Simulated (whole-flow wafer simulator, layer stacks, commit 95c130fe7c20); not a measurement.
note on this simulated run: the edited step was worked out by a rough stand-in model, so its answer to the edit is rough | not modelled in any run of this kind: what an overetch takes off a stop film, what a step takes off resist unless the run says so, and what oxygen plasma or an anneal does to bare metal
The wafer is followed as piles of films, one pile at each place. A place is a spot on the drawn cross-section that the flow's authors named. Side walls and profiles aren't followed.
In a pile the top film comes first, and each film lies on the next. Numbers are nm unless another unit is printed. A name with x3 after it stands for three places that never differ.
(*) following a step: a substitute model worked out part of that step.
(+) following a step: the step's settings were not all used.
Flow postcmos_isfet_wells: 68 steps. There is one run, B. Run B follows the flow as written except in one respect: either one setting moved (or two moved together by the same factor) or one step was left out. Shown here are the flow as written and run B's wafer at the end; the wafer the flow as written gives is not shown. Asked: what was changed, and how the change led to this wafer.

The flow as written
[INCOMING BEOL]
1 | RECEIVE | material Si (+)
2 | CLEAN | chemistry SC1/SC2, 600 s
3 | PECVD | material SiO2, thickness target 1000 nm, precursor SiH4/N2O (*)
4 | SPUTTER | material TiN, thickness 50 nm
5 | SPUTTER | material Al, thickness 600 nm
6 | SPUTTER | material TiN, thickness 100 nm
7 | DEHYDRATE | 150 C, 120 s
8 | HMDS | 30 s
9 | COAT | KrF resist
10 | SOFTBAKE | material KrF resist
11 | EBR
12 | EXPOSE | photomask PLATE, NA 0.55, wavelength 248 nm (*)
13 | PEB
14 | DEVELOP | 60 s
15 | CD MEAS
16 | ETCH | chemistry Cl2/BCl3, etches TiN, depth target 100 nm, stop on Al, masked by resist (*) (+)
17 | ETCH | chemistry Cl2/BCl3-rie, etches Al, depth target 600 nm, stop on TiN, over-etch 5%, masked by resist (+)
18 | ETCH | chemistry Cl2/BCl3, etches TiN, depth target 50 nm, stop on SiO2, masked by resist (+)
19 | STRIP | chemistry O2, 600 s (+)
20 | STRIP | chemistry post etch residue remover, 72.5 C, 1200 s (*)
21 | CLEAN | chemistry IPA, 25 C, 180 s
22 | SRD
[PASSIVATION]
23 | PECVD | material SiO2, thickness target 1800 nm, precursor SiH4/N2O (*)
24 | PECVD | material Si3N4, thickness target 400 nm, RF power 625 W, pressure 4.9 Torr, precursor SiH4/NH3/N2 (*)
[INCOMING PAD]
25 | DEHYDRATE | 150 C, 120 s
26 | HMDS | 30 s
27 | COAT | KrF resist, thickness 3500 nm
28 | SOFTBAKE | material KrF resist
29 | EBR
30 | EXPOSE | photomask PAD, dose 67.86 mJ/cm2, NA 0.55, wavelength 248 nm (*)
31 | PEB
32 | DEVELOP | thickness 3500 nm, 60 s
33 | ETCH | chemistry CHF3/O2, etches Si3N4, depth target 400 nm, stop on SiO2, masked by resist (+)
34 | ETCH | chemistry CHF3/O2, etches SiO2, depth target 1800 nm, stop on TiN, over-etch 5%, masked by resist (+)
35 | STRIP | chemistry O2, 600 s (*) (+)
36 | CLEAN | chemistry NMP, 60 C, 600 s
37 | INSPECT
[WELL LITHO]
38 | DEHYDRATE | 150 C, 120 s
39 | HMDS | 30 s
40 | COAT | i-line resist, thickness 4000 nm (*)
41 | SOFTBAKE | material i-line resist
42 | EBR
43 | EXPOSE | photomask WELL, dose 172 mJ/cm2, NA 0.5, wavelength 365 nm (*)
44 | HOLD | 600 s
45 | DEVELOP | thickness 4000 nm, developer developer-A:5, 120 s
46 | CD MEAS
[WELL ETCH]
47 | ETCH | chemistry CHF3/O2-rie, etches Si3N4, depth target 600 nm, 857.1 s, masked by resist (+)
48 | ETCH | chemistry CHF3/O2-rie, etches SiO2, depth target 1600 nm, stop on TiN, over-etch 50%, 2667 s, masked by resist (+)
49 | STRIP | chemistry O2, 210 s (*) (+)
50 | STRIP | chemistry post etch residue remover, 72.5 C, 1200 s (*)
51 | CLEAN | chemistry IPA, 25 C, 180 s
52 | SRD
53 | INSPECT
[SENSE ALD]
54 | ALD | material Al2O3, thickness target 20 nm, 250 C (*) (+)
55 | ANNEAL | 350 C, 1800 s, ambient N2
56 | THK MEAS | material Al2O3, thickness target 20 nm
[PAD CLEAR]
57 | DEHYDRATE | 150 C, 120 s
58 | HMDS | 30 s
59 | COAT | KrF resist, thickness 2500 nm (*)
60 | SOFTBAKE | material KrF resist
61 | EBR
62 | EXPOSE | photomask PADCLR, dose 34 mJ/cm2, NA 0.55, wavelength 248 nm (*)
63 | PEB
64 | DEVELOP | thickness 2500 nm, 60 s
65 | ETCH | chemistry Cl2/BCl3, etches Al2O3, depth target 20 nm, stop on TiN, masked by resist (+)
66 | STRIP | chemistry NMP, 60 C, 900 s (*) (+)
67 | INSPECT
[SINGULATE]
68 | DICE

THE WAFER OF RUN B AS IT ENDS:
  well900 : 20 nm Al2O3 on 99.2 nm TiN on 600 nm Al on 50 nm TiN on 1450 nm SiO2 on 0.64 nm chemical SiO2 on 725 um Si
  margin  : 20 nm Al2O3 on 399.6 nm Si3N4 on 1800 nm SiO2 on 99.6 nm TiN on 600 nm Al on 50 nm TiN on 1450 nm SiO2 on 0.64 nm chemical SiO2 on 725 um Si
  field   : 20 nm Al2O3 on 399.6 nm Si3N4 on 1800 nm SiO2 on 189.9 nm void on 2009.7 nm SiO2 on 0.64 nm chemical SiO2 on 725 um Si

The reason: step 3, PECVD: thickness target 1450 nm was run, though the flow has thickness target 1000 nm.
The wafer lets one read it off: well900 has SiO2 1450, and step 3 as written asks for 1000 nm.

Step by step, how the change led to this:
  3 | PECVD | material SiO2, thickness target 1000 nm, precursor SiH4/N2O (*)
      field, margin, well900, well1300 x3, pad_rim, pad_clr, pad_open: SiO2 gains 1450 (new film) (as written it would have been: SiO2 gains 1000 (new film))
